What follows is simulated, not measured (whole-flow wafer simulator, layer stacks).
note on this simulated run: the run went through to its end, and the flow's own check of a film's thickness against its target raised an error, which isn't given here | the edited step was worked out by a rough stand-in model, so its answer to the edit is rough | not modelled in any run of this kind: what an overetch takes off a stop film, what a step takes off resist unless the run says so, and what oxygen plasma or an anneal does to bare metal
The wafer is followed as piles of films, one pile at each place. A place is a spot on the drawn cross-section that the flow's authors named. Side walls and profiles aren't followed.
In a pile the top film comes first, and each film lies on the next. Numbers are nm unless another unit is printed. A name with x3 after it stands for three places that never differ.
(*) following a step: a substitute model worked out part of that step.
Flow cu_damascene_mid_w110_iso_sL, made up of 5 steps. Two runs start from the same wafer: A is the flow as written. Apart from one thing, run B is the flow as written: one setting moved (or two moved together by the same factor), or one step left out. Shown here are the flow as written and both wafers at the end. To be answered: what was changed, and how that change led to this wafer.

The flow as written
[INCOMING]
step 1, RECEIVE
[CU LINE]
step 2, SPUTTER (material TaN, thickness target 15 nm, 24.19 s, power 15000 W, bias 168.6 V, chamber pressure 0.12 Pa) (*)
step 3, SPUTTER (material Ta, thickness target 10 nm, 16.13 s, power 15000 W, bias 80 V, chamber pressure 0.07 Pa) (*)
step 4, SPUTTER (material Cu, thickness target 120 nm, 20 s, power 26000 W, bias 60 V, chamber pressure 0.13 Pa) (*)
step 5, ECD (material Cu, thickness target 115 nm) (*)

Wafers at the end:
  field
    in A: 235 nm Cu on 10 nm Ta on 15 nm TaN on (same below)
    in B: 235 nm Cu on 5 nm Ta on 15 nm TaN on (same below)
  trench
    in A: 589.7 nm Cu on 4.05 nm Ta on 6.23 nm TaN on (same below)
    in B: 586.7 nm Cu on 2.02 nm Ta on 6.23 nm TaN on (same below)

Cause: step 3, SPUTTER: thickness target 5 nm was run, while the flow as written has thickness target 10 nm.
One can read it off the wafer: field has Ta 5, and step 3 as written asks for 10 nm.

The path from the change to this, step by step:
  step 3, SPUTTER (material Ta, thickness target 10 nm, 16.13 s, power 15000 W, bias 80 V, chamber pressure 0.07 Pa) (*)
      field: A +10 Ta (new film) | B +5 Ta (new film)
      trench: A +4.05 Ta (new film) | B +2.02 Ta (new film)
